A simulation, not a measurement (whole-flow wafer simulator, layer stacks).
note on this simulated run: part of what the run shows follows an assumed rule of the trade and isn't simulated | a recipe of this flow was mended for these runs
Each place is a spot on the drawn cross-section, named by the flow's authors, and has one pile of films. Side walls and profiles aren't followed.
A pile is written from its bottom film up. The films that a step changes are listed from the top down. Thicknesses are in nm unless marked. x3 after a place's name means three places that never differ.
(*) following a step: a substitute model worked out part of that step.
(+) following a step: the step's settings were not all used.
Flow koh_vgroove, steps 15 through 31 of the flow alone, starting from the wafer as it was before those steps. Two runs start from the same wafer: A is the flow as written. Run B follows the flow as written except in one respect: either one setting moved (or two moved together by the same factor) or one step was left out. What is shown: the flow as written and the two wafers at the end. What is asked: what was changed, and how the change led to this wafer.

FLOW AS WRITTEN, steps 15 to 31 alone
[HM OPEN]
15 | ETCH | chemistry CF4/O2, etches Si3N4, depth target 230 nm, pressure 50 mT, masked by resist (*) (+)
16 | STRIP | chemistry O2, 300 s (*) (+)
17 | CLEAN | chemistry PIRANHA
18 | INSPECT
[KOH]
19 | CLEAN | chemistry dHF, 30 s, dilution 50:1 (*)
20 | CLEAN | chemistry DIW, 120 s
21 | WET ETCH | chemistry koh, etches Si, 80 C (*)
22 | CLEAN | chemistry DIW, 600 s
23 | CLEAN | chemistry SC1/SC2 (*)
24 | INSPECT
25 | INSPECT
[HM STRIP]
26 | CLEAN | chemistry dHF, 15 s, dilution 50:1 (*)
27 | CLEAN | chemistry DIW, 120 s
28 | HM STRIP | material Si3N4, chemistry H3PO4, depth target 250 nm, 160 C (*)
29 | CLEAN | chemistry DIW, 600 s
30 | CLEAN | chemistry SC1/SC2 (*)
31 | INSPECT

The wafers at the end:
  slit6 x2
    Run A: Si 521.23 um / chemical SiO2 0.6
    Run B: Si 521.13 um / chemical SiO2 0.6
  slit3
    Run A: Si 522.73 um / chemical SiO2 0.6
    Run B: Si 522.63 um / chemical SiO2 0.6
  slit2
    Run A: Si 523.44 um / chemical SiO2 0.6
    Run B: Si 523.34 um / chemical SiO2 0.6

Cause: step 15, ETCH: depth target 333.5 nm was run, though the flow has depth target 230 nm.

The path from the change to this, step by step:
  15 | ETCH | chemistry CF4/O2, etches Si3N4, depth target 230 nm, pressure 50 mT, masked by resist (*) (+)
      slit3, slit2, slit6 x2: A Si3N4 loses 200 (all of it), chemical SiO2 loses 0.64 (all of it), Si loses 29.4 | B Si3N4 loses 200 (all of it), chemical SiO2 loses 0.64 (all of it), Si loses 132.9
      field: A i-line-resist loses 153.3 | B i-line-resist loses 222.3
  16 | STRIP | chemistry O2, 300 s (*) (+)
      field: A i-line-resist loses 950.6 (all of it) | B i-line-resist loses 881.6 (all of it)
